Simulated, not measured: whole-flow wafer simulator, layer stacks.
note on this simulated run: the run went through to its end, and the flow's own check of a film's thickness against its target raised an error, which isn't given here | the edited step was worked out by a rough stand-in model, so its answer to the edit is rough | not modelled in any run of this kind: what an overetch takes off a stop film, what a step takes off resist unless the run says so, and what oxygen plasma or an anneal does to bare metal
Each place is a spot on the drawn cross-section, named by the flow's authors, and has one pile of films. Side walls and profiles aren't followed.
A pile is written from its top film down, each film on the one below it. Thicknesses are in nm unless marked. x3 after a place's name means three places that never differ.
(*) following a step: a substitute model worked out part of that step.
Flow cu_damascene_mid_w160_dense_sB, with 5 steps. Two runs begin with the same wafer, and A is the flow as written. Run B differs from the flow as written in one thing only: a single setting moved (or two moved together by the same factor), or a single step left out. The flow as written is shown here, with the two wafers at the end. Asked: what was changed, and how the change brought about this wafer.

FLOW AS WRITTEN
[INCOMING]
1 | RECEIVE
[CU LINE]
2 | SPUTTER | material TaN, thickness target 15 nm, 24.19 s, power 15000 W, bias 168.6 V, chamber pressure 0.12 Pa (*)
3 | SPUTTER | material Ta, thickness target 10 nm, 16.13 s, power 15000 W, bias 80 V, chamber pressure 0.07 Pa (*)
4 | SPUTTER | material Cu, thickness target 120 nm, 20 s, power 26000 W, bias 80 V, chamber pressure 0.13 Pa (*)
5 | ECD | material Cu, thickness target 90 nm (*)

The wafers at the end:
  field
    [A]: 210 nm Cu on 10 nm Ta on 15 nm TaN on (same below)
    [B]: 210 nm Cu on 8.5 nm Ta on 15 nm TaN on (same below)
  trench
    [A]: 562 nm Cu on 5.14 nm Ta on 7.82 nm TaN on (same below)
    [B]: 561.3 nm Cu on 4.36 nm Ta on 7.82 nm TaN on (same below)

The reason: step 3, SPUTTER: thickness target 8.5 nm was run, whereas the flow has thickness target 10 nm; step 3, SPUTTER: 13.71 s was run, where the flow has 16.13 s.
The wafer itself shows it: field has Ta 8.5, and step 3 as written asks for 10 nm.

Step by step, how the change led to this:
  3 | SPUTTER | material Ta, thickness target 10 nm, 16.13 s, power 15000 W, bias 80 V, chamber pressure 0.07 Pa (*)
      field: A +10 Ta (new film) | B +8.5 Ta (new film)
      trench: A +5.14 Ta (new film) | B +4.36 Ta (new film)
